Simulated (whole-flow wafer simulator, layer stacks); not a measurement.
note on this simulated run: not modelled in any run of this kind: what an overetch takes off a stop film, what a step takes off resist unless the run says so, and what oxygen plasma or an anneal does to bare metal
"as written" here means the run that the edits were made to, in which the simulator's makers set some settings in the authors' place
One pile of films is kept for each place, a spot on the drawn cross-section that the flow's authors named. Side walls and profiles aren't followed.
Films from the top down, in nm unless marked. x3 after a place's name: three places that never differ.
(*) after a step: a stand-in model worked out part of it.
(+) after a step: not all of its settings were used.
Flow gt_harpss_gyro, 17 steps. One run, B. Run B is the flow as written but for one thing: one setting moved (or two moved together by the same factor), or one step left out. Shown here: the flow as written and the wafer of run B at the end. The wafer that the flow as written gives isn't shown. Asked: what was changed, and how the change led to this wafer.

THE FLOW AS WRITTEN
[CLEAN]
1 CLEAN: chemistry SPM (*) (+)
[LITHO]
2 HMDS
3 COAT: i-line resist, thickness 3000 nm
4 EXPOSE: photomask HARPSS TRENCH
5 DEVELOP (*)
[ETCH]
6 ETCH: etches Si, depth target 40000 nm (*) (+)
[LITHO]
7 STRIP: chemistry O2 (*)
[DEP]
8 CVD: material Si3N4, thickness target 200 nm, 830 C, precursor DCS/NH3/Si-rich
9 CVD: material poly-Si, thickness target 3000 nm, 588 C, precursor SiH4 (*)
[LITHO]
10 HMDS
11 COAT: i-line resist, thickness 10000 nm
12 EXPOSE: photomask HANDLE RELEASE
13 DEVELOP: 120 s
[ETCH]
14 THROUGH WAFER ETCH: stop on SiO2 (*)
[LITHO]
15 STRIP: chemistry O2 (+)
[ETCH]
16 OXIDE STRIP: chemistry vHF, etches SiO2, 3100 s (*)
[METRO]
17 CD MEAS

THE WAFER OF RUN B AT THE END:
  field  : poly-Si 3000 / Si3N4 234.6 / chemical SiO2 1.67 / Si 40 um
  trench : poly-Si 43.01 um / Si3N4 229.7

The cause: step 8, CVD: thickness target 234.6 nm was run, where the flow has thickness target 200 nm.
It can be read off the wafer: field has Si3N4 234.6, and step 8 as written asks for 200 nm.

How the change led to this, step by step:
  8 CVD: material Si3N4, thickness target 200 nm, 830 C, precursor DCS/NH3/Si-rich
      field: Si3N4 +234.6 (new film) (as written it would be: Si3N4 +200 (new film))
      trench: Si3N4 +229.7 (new film) (as written it would be: Si3N4 +195.9 (new film))
